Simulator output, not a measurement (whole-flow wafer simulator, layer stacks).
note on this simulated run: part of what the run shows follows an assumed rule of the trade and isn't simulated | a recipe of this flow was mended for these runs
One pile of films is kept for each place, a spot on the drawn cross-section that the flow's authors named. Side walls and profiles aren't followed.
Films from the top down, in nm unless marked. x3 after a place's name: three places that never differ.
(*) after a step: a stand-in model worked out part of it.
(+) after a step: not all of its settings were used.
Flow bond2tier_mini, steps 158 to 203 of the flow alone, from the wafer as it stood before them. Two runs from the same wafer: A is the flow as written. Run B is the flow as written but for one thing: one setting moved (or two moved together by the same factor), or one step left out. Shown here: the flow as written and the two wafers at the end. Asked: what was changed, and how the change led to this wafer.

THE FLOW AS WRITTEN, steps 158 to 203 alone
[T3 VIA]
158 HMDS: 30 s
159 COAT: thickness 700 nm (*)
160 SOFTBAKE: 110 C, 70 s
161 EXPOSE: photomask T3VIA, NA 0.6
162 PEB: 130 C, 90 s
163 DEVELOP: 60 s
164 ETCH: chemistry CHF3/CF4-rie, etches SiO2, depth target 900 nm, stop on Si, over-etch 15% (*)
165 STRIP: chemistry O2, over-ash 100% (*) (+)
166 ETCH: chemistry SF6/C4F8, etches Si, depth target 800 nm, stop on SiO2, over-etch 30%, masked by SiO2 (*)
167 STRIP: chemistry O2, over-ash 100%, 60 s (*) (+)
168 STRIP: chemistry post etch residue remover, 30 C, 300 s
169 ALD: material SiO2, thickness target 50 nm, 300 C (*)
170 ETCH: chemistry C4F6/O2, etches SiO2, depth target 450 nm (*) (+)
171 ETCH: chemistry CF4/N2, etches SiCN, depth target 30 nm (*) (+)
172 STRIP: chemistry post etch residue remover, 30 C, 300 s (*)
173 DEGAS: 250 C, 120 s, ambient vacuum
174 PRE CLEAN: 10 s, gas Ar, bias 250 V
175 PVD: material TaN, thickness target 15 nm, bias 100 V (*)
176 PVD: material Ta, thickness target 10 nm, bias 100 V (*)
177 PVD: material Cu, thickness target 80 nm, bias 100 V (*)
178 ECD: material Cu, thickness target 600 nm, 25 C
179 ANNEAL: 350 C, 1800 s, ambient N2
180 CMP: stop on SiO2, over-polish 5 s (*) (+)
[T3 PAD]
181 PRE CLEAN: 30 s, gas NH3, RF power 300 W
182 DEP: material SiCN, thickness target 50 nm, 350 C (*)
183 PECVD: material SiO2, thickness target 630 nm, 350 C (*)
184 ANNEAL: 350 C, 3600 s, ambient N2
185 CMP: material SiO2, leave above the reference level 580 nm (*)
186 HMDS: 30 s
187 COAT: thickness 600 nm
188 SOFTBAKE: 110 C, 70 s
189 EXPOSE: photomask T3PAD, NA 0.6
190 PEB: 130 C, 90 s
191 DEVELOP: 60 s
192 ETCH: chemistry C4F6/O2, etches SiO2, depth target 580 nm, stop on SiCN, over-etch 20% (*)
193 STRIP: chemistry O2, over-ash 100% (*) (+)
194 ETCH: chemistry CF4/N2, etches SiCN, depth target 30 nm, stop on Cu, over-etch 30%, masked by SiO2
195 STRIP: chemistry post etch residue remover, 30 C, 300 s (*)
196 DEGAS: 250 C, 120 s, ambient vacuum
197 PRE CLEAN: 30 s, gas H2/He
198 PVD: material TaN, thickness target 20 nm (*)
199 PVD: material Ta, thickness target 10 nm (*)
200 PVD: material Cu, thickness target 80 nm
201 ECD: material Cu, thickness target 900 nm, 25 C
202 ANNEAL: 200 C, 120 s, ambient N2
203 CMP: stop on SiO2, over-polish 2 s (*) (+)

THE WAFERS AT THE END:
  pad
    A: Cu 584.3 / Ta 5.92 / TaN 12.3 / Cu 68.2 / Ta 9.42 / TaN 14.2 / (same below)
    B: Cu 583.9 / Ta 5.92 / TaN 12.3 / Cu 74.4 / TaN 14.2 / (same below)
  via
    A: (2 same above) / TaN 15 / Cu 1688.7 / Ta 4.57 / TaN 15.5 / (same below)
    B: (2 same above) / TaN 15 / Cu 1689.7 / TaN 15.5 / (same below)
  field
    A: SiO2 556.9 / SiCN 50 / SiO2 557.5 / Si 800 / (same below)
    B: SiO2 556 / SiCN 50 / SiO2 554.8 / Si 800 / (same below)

The cause: step 176, PVD: material Ta, thickness target 10 nm, bias 100 V (*), was left out.

How the change led to this, step by step:
  180 CMP: stop on SiO2, over-polish 5 s (*) (+)
      field: A Cu -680 (all of it), Ta -10 (all of it), TaN -15 (all of it), SiO2 -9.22 | B Cu -680 (all of it), TaN -15 (all of it), SiO2 -12
